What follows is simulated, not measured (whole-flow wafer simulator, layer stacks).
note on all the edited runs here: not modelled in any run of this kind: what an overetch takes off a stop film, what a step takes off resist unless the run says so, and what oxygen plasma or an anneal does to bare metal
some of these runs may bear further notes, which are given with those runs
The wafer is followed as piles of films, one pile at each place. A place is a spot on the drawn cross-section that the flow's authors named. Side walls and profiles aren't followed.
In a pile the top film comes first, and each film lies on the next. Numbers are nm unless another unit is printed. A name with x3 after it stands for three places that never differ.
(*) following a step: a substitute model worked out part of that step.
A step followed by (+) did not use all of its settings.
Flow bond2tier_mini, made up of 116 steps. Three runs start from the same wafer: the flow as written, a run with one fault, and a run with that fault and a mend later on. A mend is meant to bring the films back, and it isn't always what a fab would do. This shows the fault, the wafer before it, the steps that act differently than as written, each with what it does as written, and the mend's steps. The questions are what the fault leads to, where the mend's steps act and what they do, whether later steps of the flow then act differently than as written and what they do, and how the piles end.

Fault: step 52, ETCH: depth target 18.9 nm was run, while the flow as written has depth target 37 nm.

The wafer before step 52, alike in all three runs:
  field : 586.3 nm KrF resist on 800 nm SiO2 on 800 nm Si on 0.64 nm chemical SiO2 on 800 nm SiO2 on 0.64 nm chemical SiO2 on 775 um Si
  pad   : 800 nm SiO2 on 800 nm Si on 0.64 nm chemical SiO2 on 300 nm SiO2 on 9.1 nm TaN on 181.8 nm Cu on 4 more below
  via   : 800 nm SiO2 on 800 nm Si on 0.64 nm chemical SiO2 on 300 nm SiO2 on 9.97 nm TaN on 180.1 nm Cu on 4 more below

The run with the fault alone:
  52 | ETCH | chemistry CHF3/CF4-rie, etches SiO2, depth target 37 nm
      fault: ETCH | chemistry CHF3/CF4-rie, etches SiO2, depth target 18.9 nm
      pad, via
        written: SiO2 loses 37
        fault: SiO2 loses 18.9
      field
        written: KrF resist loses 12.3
        fault: KrF resist loses 6.3
  Steps later in the flow that act otherwise than as written (5 other steps are not shown; they differ only slightly, by no more than 2% or 0.5 nm, whichever is larger):
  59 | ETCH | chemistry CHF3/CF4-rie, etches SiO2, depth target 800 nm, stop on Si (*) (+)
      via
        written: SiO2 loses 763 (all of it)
        fault: SiO2 loses 781.1 (all of it)
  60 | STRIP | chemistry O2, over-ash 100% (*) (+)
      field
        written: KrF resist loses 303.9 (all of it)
        fault: KrF resist loses 311.6 (all of it)
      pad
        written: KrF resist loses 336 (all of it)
        fault: KrF resist loses 328 (all of it)
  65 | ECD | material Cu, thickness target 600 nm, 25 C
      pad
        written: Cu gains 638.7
        fault: Cu gains 619.7
  At pad, the piles at the end differ from the flow's by more than 2% or 0.5 nm, whichever is larger.
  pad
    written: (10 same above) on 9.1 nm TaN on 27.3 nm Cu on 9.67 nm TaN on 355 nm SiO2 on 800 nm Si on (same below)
    fault: (10 same above) on 9.1 nm TaN on 9.06 nm Cu on 9.84 nm TaN on 373.1 nm SiO2 on 800 nm Si on (same below)

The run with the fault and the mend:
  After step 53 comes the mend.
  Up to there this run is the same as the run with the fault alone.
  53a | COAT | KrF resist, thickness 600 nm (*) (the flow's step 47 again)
      field
        KrF resist gains 592 (new film)
      pad
        KrF resist gains 608.4 (new film)
      via
        KrF resist gains 607.3 (new film)
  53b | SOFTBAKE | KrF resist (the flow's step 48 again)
      alters no film at any place that is followed
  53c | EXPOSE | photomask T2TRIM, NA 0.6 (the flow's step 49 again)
      alters no film at any place that is followed
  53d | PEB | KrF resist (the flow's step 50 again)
      alters no film at any place that is followed
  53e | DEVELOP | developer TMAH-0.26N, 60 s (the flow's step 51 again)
      field
        KrF resist loses 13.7
      pad
        KrF resist loses 608.4 (all of it)
      via
        KrF resist loses 607.3 (all of it)
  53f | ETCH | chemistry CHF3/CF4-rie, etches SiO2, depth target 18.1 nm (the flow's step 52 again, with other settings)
      pad, via
        SiO2 loses 18.1
      field
        KrF resist loses 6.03
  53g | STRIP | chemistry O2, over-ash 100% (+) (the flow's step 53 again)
      field
        KrF resist loses 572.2 (all of it)
  None of the later steps of the flow acts differently than as written at any place that is followed.
  By the end, the piles equal the flow's at every place that both follow.
